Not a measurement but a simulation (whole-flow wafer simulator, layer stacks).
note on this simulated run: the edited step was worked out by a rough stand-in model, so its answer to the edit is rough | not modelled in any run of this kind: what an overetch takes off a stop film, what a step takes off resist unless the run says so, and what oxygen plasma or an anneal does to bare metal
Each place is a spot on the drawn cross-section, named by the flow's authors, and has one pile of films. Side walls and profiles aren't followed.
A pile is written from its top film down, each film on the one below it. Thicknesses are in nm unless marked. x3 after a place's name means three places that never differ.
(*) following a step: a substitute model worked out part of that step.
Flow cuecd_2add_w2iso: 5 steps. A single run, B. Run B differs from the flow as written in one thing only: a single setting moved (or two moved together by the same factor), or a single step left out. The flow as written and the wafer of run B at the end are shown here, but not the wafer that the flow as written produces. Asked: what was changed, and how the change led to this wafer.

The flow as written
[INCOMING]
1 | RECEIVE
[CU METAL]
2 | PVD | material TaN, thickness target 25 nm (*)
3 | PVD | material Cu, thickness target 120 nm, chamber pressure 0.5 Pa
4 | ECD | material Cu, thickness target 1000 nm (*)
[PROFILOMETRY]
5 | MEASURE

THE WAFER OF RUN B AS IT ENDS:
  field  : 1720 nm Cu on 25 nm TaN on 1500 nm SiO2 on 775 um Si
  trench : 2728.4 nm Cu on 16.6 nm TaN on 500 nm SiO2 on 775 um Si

The reason: step 4, ECD: thickness target 1600 nm was run, while the flow as written has thickness target 1000 nm.

Step by step, how the change led to this:
  4 | ECD | material Cu, thickness target 1000 nm (*)
      field: Cu gains 1600 (as written it would have been: Cu gains 1000)
      trench: Cu gains 2647.6 (as written it would have been: Cu gains 2047.6)
